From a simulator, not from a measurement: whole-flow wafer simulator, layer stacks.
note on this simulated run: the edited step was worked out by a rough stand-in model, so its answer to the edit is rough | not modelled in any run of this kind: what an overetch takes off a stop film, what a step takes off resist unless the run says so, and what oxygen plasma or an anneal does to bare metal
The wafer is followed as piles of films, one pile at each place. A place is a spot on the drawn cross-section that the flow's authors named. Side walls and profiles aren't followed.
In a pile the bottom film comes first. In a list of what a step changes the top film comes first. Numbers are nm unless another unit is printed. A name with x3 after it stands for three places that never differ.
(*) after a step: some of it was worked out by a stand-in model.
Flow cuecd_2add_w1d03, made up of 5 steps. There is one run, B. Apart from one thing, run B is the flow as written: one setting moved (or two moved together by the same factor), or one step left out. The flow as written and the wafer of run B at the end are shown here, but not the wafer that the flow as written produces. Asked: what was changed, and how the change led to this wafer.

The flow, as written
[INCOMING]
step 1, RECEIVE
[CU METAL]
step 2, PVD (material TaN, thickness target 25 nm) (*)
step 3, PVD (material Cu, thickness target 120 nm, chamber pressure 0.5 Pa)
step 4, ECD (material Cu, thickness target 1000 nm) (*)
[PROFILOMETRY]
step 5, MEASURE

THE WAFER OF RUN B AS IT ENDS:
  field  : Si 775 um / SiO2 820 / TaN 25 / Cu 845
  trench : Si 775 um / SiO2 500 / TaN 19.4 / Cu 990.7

Cause: step 4, ECD: thickness target 725 nm was run, though the flow has thickness target 1000 nm.

Step by step, how the change led to this:
  step 4, ECD (material Cu, thickness target 1000 nm) (*)
      field: Cu gains 725 (it would be, as written: Cu gains 1000)
      trench: Cu gains 897.2 (it would be, as written: Cu gains 1226.8)
